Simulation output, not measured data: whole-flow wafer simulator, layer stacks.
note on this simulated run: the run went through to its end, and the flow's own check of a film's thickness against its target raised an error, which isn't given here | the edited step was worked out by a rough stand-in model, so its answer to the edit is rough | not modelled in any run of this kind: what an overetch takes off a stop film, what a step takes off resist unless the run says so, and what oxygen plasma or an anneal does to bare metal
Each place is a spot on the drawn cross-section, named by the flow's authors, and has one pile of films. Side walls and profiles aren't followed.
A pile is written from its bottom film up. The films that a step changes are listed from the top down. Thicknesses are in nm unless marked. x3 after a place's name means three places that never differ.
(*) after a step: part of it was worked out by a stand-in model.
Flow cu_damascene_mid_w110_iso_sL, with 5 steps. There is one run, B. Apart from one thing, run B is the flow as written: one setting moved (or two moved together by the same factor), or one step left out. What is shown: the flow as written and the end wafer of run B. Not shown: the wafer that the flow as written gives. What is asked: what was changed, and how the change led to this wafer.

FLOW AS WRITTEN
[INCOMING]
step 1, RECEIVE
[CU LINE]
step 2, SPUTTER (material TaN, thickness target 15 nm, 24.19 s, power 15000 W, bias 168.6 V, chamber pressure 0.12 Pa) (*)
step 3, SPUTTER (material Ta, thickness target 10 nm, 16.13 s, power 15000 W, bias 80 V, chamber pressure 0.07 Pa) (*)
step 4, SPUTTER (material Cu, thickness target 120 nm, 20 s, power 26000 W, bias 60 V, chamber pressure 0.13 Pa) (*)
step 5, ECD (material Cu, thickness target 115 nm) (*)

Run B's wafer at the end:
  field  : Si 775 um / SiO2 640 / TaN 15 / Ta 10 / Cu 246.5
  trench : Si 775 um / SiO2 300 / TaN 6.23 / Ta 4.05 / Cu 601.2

The reason: step 5, ECD: thickness target 126.5 nm was run, whereas the flow has thickness target 115 nm.

The path from the change to this, step by step:
  step 5, ECD (material Cu, thickness target 115 nm) (*)
      field: Cu gains 126.5 (as written it would have been: Cu gains 115)
      trench: Cu gains 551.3 (as written it would have been: Cu gains 539.8)
